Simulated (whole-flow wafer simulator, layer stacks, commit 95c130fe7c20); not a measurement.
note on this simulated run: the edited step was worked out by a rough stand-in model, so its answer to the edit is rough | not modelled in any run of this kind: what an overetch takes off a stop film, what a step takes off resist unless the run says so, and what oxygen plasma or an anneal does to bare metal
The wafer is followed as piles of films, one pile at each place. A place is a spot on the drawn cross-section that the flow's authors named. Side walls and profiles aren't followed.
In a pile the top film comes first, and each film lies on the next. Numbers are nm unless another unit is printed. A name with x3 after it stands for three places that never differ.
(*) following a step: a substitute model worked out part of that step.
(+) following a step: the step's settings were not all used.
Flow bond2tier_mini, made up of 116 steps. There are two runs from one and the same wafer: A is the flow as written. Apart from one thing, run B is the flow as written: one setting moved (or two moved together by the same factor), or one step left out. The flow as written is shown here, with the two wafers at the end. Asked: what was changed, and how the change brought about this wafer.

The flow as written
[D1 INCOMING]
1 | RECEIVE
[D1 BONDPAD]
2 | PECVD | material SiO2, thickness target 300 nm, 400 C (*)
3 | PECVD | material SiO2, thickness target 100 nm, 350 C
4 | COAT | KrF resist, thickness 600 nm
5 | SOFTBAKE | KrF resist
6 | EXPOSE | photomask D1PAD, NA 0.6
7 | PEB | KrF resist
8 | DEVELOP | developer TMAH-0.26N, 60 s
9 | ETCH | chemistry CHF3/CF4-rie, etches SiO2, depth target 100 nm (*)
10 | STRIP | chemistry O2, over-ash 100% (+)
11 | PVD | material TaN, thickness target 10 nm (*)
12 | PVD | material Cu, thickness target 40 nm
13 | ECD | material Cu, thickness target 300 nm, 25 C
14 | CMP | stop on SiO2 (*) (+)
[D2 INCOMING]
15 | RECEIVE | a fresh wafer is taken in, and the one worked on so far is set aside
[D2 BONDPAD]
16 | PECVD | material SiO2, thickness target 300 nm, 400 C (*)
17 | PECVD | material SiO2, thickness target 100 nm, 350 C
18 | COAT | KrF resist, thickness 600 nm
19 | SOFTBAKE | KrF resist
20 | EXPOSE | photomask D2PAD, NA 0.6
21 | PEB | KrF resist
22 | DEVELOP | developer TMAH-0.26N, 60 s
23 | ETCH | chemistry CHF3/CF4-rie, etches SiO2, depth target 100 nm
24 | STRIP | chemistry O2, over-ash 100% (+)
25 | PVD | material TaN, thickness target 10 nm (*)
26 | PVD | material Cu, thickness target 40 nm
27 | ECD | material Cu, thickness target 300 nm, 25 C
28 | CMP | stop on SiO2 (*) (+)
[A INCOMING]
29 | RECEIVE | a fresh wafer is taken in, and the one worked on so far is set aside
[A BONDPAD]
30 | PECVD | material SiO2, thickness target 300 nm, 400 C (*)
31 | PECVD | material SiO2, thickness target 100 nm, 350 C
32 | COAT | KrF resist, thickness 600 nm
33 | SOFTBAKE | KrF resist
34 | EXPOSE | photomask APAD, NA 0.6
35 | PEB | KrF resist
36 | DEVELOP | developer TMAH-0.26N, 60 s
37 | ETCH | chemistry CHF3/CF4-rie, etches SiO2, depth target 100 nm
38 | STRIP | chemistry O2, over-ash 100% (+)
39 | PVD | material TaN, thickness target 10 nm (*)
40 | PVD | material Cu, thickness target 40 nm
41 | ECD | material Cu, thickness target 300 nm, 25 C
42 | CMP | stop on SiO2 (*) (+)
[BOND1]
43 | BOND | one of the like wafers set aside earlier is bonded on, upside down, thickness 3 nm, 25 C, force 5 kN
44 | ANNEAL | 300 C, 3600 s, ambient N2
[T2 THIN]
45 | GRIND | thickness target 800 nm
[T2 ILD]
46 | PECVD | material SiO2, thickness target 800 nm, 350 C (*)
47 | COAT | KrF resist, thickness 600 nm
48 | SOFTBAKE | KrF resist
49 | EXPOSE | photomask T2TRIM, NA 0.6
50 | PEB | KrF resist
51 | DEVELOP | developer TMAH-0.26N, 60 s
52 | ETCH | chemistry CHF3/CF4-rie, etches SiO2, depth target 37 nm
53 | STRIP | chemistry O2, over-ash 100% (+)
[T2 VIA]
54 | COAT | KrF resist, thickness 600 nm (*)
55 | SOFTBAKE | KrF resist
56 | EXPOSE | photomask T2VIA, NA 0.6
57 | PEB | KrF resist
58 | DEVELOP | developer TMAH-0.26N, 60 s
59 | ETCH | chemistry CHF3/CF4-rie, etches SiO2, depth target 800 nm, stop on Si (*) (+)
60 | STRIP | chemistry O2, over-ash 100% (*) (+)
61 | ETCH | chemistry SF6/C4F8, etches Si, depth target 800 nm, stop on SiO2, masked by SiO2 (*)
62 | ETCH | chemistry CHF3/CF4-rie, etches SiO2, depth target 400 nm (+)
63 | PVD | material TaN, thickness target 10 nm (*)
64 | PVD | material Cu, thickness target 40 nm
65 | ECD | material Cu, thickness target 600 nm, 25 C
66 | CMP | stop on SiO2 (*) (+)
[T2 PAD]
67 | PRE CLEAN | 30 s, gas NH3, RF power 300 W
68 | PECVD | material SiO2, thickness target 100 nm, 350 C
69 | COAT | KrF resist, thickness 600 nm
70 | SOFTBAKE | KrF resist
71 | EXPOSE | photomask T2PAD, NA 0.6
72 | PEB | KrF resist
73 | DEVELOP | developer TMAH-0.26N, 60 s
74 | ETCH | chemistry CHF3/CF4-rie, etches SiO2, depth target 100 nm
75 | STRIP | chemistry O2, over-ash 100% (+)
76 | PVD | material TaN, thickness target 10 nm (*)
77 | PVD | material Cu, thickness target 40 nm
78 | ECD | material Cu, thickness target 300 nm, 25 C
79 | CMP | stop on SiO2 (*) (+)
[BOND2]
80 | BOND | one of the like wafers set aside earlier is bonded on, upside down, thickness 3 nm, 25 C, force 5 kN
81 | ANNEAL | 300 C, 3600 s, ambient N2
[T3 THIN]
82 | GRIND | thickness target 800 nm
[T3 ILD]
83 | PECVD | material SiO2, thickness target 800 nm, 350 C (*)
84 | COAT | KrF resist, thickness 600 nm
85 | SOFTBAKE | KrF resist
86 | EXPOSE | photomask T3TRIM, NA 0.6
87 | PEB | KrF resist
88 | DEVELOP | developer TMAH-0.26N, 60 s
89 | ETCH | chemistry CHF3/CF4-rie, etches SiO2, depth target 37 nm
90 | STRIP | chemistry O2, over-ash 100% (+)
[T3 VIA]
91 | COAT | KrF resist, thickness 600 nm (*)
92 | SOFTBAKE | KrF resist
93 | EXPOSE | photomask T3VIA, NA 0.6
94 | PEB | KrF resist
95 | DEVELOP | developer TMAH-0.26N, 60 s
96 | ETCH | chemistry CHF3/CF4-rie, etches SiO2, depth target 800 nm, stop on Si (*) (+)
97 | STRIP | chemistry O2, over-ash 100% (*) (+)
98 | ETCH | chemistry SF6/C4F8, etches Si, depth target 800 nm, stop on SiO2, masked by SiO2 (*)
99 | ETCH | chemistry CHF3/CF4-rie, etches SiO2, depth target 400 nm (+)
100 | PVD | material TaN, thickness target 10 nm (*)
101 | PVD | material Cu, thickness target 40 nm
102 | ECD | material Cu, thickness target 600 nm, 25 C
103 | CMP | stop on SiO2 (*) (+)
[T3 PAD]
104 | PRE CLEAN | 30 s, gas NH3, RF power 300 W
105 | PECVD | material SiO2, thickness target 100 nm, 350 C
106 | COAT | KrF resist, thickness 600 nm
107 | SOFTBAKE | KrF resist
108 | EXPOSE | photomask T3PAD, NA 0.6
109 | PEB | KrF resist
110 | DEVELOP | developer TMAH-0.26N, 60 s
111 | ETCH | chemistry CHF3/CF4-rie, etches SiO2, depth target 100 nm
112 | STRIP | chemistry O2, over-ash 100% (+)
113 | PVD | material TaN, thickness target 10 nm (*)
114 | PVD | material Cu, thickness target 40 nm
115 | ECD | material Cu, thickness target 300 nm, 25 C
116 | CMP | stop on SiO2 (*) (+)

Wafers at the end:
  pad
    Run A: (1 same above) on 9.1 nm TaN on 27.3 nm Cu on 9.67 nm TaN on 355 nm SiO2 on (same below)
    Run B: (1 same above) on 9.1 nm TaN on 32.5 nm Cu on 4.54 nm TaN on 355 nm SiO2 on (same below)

Cause: step 100, PVD: thickness target 4.7 nm was run, while the flow as written has thickness target 10 nm.

Step by step, how the change led to this:
  100 | PVD | material TaN, thickness target 10 nm (*)
      field: A +10 TaN (new film) | B +4.7 TaN (new film)
      pad: A +9.67 TaN (new film) | B +4.54 TaN (new film)
  103 | CMP | stop on SiO2 (*) (+)
      field: A -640 Cu (all of it), -10 TaN (all of it) | B -640 Cu (all of it), -4.7 TaN (all of it)
